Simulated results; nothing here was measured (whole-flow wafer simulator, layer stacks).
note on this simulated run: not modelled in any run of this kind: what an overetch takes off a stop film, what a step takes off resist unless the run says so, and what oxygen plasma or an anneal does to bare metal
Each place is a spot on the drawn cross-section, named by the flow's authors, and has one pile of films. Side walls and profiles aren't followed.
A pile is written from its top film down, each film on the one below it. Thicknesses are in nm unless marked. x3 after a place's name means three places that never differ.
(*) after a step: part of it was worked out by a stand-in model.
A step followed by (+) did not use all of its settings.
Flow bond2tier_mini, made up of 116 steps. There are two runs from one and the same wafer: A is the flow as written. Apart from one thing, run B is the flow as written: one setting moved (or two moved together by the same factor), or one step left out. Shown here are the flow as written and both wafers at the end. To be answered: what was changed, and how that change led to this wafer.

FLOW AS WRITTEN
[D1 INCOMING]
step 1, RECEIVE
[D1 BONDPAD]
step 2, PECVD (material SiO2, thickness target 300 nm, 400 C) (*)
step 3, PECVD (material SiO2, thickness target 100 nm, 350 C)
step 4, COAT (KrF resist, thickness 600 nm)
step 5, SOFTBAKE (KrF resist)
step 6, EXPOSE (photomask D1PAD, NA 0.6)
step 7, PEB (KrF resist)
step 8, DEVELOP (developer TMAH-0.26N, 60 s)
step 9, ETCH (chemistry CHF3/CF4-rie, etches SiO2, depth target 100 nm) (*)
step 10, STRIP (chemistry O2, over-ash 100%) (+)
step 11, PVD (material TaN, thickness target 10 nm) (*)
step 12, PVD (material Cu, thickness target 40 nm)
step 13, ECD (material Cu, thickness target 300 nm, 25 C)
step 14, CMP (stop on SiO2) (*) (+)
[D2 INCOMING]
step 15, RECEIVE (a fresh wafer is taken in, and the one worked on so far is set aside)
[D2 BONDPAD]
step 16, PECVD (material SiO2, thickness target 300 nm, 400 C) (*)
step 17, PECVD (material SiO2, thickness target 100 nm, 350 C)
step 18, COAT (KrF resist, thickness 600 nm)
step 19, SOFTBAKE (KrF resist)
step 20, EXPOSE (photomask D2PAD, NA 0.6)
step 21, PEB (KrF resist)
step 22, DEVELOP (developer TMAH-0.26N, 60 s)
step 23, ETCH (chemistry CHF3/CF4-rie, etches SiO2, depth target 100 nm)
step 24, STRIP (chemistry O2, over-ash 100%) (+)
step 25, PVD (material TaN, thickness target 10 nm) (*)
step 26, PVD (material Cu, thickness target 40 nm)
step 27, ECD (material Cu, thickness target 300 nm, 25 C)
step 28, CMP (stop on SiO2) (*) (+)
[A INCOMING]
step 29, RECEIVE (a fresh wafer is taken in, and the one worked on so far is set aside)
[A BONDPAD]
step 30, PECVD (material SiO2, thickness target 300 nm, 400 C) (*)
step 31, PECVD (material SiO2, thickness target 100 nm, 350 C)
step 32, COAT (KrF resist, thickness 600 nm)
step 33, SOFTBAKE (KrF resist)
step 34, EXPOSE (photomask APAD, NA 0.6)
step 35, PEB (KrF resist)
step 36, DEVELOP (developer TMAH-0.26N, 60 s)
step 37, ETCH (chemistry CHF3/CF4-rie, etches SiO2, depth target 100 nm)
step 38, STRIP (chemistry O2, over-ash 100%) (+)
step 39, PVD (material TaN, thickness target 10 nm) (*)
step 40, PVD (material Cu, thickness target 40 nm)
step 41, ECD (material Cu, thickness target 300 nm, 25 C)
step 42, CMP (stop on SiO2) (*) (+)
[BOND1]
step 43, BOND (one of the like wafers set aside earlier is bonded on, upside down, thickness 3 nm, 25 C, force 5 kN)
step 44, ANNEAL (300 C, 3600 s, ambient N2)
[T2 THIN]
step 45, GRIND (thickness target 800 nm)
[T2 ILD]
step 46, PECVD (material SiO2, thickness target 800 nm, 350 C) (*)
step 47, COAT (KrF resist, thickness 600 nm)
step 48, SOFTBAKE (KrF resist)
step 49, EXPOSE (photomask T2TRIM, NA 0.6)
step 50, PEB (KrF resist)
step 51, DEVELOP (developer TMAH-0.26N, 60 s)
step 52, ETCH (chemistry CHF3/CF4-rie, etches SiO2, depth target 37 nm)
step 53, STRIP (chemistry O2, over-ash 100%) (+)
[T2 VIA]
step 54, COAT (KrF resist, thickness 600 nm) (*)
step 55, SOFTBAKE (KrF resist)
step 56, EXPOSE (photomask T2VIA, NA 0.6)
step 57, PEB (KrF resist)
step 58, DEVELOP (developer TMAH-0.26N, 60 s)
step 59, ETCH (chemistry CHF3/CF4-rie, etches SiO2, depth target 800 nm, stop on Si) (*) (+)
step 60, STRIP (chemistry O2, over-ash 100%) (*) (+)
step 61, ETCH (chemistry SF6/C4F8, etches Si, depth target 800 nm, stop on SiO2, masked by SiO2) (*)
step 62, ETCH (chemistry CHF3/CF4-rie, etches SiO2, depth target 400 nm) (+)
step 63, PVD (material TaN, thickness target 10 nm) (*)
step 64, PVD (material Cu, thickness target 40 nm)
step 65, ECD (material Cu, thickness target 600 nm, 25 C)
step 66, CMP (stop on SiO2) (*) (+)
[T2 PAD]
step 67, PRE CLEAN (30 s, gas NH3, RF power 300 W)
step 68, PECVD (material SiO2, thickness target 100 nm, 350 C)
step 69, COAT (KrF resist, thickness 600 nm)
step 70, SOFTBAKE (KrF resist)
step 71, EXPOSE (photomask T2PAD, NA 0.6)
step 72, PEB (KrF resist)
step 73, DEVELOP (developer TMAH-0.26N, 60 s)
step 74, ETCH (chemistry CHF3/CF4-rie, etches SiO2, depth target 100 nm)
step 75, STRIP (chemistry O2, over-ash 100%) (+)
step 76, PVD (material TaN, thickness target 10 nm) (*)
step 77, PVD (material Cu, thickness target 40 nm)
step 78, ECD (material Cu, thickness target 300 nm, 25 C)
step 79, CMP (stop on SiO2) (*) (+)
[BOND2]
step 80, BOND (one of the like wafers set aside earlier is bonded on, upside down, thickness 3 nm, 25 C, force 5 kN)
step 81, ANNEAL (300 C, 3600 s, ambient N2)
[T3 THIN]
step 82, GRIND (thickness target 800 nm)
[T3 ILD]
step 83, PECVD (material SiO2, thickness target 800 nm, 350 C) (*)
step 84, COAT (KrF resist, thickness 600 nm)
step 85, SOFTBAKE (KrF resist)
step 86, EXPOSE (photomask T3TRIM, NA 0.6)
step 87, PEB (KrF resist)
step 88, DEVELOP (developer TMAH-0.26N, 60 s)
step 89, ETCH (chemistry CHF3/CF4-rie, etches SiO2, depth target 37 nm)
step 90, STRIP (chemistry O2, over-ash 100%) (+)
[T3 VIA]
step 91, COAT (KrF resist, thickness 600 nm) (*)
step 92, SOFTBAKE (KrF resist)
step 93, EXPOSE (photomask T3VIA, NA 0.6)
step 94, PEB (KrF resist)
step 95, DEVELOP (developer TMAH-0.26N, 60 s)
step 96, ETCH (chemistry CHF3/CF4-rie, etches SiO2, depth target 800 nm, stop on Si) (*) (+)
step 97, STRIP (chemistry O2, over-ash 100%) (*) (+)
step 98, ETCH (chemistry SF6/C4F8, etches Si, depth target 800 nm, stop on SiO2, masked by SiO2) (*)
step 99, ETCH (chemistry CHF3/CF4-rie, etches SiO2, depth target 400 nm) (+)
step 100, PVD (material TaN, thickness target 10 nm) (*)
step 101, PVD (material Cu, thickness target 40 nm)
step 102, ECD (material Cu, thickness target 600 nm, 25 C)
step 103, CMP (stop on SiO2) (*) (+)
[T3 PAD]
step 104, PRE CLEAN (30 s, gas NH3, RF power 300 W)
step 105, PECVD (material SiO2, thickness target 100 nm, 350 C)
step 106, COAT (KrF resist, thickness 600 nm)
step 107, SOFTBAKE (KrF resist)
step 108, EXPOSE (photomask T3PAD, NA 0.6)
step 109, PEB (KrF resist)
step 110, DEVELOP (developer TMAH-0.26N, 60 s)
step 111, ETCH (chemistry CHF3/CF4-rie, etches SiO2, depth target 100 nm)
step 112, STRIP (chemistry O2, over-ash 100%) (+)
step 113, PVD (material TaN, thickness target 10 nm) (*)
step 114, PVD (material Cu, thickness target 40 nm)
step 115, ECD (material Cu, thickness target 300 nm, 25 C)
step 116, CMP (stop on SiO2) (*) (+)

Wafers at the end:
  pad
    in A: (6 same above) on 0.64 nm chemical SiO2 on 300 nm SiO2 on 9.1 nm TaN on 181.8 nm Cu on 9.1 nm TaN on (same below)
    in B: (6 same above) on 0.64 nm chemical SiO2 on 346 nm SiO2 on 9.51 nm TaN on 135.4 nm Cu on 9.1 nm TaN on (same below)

What caused this: step 23, ETCH: depth target 54 nm was run, whereas the flow has depth target 100 nm.

The path from the change to this, step by step:
  step 23, ETCH (chemistry CHF3/CF4-rie, etches SiO2, depth target 100 nm)
      pad, via: A SiO2 loses 100 | B SiO2 loses 54
      field: A KrF resist loses 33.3 | B KrF resist loses 18
  step 24, STRIP (chemistry O2, over-ash 100%) (+)
      field: A KrF resist loses 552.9 (all of it) | B KrF resist loses 568.3 (all of it)
  step 26, PVD (material Cu, thickness target 40 nm)
      pad: A Cu gains 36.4 (new film) | B Cu gains 38 (new film)
  step 27, ECD (material Cu, thickness target 300 nm, 25 C)
      pad: A Cu gains 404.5 | B Cu gains 356.5
      via: A Cu gains 400.2 | B Cu gains 354
  step 80, BOND (one of the like wafers set aside earlier is bonded on, upside down, thickness 3 nm, 25 C, force 5 kN)
      pad: A Si gains 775 um (new film), chemical SiO2 gains 0.64 (new film), SiO2 gains 300 (new film), TaN gains 9.1 (new film), Cu gains 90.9 | B Si gains 775 um (new film), chemical SiO2 gains 0.64 (new film), SiO2 gains 346 (new film), TaN gains 9.51 (new film), Cu gains 44.5
